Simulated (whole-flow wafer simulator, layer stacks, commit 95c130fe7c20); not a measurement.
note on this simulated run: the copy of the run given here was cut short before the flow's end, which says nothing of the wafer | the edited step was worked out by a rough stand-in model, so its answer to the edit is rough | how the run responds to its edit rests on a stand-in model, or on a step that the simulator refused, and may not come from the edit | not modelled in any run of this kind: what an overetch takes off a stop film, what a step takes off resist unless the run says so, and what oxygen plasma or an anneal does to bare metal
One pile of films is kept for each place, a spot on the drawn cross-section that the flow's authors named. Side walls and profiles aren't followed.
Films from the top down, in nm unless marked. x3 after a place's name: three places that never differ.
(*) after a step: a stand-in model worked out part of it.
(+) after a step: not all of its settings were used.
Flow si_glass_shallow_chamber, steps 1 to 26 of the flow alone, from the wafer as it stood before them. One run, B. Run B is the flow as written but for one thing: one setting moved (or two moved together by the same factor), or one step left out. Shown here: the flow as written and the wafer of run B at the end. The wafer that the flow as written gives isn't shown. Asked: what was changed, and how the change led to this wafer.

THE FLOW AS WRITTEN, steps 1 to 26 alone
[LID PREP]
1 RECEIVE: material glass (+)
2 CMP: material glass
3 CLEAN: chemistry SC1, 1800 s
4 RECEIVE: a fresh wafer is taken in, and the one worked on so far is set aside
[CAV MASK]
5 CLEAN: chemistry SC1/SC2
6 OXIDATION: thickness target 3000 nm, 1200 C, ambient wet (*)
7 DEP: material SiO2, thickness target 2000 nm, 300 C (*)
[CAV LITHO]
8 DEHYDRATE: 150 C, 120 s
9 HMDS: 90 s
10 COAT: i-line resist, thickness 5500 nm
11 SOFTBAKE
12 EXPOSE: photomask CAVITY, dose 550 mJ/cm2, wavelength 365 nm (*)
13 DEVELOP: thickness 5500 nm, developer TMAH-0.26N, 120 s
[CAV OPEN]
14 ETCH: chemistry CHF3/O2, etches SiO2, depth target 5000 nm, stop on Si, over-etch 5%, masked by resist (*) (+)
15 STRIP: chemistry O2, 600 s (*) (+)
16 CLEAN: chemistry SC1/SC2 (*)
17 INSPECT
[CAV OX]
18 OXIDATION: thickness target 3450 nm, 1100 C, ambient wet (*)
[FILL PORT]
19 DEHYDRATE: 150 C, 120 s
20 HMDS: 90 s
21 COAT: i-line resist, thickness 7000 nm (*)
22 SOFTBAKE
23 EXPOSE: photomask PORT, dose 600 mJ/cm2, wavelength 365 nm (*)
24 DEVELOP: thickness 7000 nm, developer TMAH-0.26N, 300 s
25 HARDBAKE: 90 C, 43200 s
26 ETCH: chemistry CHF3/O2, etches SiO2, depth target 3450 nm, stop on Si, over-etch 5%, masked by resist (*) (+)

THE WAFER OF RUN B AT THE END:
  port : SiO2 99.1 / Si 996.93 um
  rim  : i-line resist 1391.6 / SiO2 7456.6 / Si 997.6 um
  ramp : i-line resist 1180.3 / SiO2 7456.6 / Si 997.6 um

The cause: step 6, OXIDATION: thickness target 4575 nm was run, where the flow has thickness target 3000 nm.

How the change led to this, step by step:
  6 OXIDATION: thickness target 3000 nm, 1200 C, ambient wet (*)
      rim, ramp, cav, port, septum, ring: SiO2 +4575 (new film), chemical SiO2 -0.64 (all of it), Si -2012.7 (as written it would be: SiO2 +3000 (new film), chemical SiO2 -0.64 (all of it), Si -1319.7)
  14 ETCH: chemistry CHF3/O2, etches SiO2, depth target 5000 nm, stop on Si, over-etch 5%, masked by resist (*) (+)
      cav, port: SiO2 -5250 (as written it would be: SiO2 -5000 (all of it), Si -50)
  15 STRIP: chemistry O2, 600 s (*) (+)
      cav, port: nothing (as written it would be: chemical SiO2 +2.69 (new film), Si -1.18)
  18 OXIDATION: thickness target 3450 nm, 1100 C, ambient wet (*)
      cav, port: SiO2 +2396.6, Si -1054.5 (as written it would be: SiO2 +3450 (new film), chemical SiO2 -2.69 (all of it), Si -1516.8)
      rim, ramp, septum, ring: SiO2 +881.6, Si -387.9 (as written it would be: SiO2 +1109.8, Si -488.3)
  21 COAT: i-line resist, thickness 7000 nm (*)
      rim: i-line resist +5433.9 (new film) (as written it would be: i-line resist +5660.1 (new film))
      ramp: i-line resist +4777.2 (new film) (as written it would be: i-line resist +5087.8 (new film))
  22 SOFTBAKE
      rim: i-line resist -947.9 (as written it would be: i-line resist -849)
      ramp: i-line resist -509.3 (as written it would be: i-line resist -434.5)
      (and at 3 more places)
  25 HARDBAKE: 90 C, 43200 s
      rim: i-line resist -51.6 (as written it would be: i-line resist -62.5)
      ramp: i-line resist -44.8 (as written it would be: i-line resist -57.1)
      (and at 1 more place)
  26 ETCH: chemistry CHF3/O2, etches SiO2, depth target 3450 nm, stop on Si, over-etch 5%, masked by resist (*) (+)
      port: SiO2 -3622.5 (as written it would be: SiO2 -3450 (all of it), Si -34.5)
